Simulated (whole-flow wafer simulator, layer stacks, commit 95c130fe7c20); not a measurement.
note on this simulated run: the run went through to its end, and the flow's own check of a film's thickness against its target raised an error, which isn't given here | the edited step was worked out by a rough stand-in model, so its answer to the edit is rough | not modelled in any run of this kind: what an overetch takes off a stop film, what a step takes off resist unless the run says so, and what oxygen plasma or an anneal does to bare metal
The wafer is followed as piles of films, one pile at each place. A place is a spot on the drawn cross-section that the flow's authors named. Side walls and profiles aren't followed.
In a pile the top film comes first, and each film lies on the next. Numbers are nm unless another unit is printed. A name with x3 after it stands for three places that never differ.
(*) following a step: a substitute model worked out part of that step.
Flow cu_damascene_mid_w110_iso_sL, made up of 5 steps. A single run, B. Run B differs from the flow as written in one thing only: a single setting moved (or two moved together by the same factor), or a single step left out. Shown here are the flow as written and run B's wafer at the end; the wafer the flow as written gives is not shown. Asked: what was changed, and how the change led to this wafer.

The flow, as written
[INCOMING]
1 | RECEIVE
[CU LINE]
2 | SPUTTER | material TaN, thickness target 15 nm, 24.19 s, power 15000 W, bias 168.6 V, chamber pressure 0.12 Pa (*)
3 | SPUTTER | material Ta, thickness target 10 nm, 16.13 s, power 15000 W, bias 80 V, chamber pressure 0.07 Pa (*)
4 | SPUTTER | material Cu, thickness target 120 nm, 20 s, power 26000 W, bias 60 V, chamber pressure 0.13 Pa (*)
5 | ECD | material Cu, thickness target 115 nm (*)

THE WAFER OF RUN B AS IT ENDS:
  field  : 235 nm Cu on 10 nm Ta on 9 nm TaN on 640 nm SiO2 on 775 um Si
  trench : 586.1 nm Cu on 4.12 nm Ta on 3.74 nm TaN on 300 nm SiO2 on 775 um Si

Cause: step 2, SPUTTER: thickness target 9 nm was run, whereas the flow has thickness target 15 nm; step 2, SPUTTER: 14.51 s was run, where the flow has 24.19 s.
The wafer itself shows it: field has TaN 9, and step 2 as written asks for 15 nm.

The path from the change to this, step by step:
  2 | SPUTTER | material TaN, thickness target 15 nm, 24.19 s, power 15000 W, bias 168.6 V, chamber pressure 0.12 Pa (*)
      field: +9 TaN (new film) (in the flow as written it would be: +15 TaN (new film))
      trench: +3.74 TaN (new film) (in the flow as written it would be: +6.23 TaN (new film))
